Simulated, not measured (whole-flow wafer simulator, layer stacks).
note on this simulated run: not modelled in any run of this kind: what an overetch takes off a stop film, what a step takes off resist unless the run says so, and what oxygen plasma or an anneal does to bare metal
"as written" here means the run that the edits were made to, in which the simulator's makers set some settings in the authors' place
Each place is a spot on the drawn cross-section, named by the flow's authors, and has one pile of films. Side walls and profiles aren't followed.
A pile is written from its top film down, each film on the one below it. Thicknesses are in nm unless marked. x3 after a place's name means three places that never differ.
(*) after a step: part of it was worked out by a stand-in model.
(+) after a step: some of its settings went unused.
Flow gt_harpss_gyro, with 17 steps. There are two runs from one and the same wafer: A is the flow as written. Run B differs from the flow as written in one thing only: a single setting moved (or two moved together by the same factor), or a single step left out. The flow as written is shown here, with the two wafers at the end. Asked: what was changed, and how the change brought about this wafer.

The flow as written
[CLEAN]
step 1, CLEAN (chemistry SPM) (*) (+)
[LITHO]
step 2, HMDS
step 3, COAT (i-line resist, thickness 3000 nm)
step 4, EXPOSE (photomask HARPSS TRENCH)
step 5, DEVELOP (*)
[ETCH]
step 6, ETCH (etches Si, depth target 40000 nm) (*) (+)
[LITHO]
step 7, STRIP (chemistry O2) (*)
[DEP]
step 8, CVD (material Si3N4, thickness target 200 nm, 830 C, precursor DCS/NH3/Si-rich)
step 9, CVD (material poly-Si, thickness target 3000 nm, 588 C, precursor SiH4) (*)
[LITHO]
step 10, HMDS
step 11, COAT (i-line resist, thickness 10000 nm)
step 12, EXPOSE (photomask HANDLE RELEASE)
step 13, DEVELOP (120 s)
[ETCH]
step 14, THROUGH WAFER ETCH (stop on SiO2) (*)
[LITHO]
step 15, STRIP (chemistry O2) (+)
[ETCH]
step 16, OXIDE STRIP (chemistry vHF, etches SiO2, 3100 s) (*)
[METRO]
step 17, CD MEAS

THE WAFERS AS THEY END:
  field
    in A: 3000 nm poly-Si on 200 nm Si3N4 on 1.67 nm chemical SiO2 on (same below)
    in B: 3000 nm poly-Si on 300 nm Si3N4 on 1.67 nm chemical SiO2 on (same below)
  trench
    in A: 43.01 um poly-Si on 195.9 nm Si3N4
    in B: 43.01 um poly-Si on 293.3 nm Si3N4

What caused this: step 8, CVD: thickness target 300 nm was run, while the flow as written has thickness target 200 nm.
The wafer lets one read it off: field has Si3N4 300, and step 8 as written asks for 200 nm.

The path from the change to this, step by step:
  step 8, CVD (material Si3N4, thickness target 200 nm, 830 C, precursor DCS/NH3/Si-rich)
      field: A Si3N4 gains 200 (new film) | B Si3N4 gains 300 (new film)
      trench: A Si3N4 gains 195.9 (new film) | B Si3N4 gains 293.3 (new film)
